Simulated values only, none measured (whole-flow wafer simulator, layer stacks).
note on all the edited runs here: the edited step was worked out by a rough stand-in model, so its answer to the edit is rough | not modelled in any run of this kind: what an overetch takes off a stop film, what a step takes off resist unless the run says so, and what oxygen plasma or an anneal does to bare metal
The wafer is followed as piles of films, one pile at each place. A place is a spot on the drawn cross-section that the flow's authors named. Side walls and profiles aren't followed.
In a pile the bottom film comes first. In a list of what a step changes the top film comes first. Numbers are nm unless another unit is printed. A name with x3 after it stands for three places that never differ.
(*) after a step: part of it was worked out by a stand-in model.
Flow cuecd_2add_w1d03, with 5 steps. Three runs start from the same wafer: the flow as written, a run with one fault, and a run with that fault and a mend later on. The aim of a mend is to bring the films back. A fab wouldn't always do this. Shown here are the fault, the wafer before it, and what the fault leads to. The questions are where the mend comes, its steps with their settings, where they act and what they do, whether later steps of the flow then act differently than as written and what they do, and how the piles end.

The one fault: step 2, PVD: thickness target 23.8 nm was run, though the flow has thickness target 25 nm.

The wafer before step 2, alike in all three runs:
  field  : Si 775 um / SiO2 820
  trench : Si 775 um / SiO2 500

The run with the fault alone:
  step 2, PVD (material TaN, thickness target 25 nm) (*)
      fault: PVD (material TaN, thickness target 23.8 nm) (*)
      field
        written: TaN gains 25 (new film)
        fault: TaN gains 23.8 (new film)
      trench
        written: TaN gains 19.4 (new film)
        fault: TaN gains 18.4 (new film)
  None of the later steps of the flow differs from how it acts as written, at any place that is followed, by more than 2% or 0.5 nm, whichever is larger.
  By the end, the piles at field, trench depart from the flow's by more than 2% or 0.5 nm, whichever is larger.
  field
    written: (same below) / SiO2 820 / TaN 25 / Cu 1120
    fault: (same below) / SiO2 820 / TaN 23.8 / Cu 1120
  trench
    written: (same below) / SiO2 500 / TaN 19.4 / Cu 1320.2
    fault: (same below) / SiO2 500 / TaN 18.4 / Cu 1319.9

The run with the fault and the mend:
  The mend stands after step 2.
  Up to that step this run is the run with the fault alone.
  step 2a, PVD (material TaN, thickness target 1.2 nm) (*) (the flow's step 2, run once more with other settings)
      field
        TaN gains 1.2
      trench
        TaN gains 0.92
  None of the later steps of the flow acts differently than as written at any place that is followed.
  When the end is reached, the piles differ only a little from the flow's at the places that both follow, at most by 2% or 0.5 nm, whichever is larger.
